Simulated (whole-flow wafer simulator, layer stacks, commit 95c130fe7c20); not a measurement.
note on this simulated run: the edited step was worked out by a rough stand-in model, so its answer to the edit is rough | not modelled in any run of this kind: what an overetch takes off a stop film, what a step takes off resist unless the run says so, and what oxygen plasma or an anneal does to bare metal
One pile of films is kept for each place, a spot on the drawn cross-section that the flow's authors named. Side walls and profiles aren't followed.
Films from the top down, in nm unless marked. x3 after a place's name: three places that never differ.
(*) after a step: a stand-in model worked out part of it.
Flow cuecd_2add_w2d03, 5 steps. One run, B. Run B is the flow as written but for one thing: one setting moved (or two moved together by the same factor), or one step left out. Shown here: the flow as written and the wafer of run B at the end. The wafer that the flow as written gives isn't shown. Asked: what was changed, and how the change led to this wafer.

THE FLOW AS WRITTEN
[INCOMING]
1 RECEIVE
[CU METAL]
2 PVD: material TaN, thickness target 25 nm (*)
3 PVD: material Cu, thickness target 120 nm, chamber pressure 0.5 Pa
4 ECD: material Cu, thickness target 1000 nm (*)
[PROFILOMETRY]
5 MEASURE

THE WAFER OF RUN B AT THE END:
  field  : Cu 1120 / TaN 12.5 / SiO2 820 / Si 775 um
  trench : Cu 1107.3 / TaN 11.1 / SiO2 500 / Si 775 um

The cause: step 2, PVD: thickness target 12.5 nm was run, where the flow has thickness target 25 nm.
It can be read off the wafer: field has TaN 12.5, and step 2 as written asks for 25 nm.

How the change led to this, step by step:
  2 PVD: material TaN, thickness target 25 nm (*)
      field: TaN +12.5 (new film) (as written it would be: TaN +25 (new film))
      trench: TaN +11.1 (new film) (as written it would be: TaN +22.1 (new film))
